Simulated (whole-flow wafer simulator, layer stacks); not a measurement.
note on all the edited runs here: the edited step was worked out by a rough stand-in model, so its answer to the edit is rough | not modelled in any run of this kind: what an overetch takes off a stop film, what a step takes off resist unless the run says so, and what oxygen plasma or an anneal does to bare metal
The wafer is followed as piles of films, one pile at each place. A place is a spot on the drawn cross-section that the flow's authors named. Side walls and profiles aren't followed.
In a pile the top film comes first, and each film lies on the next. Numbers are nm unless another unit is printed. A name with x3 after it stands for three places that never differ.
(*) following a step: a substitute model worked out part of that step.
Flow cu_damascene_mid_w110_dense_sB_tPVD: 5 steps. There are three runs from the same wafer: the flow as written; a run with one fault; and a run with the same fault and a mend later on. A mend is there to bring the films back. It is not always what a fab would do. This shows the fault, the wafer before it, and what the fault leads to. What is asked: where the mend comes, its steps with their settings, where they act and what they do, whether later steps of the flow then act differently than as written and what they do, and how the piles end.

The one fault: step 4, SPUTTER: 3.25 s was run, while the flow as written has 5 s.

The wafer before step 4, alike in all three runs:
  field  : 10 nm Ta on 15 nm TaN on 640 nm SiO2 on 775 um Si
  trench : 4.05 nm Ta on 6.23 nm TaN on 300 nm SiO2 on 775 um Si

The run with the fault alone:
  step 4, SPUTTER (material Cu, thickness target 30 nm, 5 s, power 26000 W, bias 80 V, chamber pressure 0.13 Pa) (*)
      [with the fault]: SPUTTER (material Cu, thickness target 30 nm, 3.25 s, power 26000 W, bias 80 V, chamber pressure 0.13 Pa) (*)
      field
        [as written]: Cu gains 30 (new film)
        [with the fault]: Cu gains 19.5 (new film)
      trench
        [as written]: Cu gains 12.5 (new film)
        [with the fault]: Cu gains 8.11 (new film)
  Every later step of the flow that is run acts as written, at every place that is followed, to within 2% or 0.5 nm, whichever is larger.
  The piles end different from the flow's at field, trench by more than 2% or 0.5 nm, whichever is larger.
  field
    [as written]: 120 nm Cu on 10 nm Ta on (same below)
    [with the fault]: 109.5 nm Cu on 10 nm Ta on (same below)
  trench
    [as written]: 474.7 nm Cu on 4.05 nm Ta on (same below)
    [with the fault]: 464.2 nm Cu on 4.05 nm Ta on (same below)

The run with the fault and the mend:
  The mend stands after step 4.
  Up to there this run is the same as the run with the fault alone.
  step 4a, SPUTTER (material Cu, thickness target 30 nm, 1.75 s, power 26000 W, bias 80 V, chamber pressure 0.13 Pa) (*) (a further turn of the flow's step 4, with different settings)
      field
        Cu gains 10.5
      trench
        Cu gains 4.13
  Every later step of the flow that is run acts as written, at every place that is followed, to within 2% or 0.5 nm, whichever is larger.
  By the end, the piles equal the flow's at every place that both follow.
